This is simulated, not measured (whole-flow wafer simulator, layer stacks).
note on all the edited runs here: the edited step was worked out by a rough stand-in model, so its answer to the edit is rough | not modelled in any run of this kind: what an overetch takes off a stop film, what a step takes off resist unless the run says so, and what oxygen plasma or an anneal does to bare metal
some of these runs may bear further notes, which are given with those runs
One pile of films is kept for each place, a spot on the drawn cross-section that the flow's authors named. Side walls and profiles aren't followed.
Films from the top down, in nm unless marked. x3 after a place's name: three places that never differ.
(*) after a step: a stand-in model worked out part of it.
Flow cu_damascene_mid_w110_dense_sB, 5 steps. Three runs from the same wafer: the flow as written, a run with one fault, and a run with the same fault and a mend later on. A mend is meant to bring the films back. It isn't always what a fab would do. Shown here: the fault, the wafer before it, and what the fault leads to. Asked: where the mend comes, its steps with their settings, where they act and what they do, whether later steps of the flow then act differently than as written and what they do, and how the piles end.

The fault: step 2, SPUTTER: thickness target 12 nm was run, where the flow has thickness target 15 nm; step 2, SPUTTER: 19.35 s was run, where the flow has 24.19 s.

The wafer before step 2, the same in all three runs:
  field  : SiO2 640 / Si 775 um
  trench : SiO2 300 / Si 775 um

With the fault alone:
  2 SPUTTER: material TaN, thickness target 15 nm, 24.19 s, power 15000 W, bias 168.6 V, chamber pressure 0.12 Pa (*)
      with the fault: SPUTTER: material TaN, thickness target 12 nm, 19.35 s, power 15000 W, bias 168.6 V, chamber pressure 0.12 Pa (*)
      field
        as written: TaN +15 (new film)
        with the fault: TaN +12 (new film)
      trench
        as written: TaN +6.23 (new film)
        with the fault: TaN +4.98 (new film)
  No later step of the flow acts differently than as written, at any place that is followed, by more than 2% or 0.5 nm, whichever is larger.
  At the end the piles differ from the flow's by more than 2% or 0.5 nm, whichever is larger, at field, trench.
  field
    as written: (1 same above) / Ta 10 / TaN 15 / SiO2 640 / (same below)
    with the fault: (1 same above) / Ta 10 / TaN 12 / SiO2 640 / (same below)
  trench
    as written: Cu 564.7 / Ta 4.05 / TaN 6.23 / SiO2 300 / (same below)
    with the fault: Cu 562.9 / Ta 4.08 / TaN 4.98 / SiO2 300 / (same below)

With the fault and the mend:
  The mend comes after step 2.
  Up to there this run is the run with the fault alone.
  2a SPUTTER: material TaN, thickness target 3 nm, 4.838 s, power 15000 W, bias 168.6 V, chamber pressure 0.12 Pa (*) (the flow's step 2 once more, with other settings)
      field
        TaN +3
      trench
        TaN +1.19
  No later step of the flow acts differently than as written, at any place that is followed, by more than 2% or 0.5 nm, whichever is larger.
  At the end the piles differ from the flow's only slightly at the places that both follow, by at most 2% or 0.5 nm, whichever is larger.
